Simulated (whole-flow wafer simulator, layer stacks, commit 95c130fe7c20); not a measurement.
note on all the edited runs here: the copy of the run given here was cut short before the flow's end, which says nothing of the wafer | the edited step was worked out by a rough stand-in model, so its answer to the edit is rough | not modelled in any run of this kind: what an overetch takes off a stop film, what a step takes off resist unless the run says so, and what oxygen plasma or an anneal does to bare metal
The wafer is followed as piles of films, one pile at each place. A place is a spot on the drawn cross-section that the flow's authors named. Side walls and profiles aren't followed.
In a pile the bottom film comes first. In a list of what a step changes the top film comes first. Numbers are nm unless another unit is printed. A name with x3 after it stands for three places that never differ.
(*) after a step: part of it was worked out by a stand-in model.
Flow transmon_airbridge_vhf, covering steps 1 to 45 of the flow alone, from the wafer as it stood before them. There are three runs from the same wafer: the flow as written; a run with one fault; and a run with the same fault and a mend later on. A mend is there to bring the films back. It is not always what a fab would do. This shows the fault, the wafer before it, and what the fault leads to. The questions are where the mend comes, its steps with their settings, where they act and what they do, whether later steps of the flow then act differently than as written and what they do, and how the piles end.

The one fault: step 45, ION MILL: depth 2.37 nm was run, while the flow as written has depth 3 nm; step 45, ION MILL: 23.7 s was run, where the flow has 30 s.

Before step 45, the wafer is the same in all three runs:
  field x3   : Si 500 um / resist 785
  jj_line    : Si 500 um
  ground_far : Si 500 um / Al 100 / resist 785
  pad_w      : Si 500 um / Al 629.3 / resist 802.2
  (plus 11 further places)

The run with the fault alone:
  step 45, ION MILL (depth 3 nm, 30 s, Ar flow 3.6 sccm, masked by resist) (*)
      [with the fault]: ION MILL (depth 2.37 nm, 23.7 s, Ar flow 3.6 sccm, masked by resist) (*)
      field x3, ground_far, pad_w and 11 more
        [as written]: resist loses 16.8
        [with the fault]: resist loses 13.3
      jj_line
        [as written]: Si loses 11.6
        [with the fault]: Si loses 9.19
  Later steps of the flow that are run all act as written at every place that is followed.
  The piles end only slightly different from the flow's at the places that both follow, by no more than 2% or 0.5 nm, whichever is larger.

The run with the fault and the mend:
  The mend stands after step 45.
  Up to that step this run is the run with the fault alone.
  step 45a, ION MILL (depth 0.63 nm, 6.3 s, Ar flow 3.6 sccm, masked by resist) (*) (a further turn of the flow's step 45, with different settings)
      field x3, ground_far, pad_w and 11 more
        resist loses 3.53
      jj_line
        Si loses 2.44
  Later steps of the flow that are run all act as written at every place that is followed.
  At every place that both follow, the piles at the end match the flow's.
